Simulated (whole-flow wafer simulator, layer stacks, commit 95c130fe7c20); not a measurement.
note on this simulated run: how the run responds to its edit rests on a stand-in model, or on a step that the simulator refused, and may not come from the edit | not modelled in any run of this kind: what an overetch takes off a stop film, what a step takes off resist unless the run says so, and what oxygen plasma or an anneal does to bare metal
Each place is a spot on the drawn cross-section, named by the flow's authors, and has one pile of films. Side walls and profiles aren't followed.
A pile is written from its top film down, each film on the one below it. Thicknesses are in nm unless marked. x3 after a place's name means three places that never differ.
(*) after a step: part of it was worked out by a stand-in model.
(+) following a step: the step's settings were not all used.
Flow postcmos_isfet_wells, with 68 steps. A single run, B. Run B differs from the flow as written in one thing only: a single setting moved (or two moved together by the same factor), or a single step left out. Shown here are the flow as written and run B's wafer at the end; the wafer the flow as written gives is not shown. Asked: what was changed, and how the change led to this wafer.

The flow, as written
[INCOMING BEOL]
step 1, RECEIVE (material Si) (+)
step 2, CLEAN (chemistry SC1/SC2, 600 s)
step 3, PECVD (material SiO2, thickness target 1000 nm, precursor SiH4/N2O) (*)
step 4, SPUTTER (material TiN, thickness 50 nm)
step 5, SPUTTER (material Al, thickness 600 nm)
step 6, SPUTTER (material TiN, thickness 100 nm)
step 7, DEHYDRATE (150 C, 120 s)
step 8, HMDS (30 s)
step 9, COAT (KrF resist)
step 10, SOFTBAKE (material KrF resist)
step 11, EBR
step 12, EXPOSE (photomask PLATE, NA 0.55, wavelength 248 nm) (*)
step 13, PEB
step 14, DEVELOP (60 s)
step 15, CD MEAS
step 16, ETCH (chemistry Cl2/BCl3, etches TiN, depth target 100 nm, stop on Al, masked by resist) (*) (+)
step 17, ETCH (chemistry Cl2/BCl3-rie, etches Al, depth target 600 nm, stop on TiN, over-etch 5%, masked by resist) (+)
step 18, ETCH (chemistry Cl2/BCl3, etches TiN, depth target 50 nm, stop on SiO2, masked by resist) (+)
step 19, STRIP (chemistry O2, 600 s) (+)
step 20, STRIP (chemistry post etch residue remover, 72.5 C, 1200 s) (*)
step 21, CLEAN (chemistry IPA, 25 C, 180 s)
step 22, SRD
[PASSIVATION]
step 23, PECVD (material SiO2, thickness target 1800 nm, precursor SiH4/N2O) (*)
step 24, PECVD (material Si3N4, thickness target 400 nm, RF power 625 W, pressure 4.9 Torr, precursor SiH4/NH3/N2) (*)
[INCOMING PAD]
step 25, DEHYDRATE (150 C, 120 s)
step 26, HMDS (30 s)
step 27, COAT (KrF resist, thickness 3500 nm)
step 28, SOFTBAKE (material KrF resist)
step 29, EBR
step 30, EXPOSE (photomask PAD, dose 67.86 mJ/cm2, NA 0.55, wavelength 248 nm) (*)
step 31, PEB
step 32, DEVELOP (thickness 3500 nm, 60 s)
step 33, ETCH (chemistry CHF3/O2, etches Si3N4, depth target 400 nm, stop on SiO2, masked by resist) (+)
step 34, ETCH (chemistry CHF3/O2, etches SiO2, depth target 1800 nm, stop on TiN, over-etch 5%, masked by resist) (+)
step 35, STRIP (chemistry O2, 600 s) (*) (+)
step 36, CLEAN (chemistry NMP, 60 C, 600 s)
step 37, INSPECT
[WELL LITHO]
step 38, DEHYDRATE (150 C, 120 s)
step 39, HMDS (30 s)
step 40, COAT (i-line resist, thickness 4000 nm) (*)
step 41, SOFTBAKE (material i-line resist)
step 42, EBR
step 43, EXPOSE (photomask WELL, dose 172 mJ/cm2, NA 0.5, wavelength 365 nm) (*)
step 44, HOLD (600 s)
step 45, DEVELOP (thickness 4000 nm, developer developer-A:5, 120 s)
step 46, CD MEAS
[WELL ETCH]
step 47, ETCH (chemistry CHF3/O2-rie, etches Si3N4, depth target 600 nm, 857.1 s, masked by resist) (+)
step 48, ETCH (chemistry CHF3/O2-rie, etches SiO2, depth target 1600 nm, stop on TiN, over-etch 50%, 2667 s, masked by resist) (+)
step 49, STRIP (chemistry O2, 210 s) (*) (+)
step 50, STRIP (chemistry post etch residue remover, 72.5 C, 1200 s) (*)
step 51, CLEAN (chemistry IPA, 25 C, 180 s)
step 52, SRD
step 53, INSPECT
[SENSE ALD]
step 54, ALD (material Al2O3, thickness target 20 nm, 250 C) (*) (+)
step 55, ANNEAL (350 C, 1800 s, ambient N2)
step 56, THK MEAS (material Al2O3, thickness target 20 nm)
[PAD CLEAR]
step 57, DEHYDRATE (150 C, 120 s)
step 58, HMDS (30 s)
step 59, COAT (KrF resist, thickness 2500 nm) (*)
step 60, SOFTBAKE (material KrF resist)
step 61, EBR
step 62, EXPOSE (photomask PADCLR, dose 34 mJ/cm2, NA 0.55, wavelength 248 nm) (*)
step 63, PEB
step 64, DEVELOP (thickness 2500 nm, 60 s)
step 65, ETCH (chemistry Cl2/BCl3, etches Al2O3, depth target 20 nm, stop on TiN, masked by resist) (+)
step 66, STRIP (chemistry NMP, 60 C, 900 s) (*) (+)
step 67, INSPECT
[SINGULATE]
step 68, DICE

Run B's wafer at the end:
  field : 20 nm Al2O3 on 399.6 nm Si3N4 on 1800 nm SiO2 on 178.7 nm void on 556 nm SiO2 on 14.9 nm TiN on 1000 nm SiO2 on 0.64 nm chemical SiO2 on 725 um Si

What caused this: step 18, ETCH: depth target 34.7 nm was run, though the flow has depth target 50 nm.

How this came from the change, step by step:
  step 18, ETCH (chemistry Cl2/BCl3, etches TiN, depth target 50 nm, stop on SiO2, masked by resist) (+)
      field: TiN loses 34.7 (it would be, as written: TiN loses 50 (all of it))
      margin, well900, well1300 x3, pad_rim, pad_clr, pad_open: KrF resist loses 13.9 (it would be, as written: KrF resist loses 20)
  step 23, PECVD (material SiO2, thickness target 1800 nm, precursor SiH4/N2O) (*)
      field: SiO2 gains 1800 (new film), void gains 178.7 (new film), SiO2 gains 556 (new film) (it would be, as written: SiO2 gains 1800 (new film), void gains 189.9 (new film), SiO2 gains 559.7)
With metal films that touch counted as one body, field has 1 body; the flow as written gives 0 bodies.
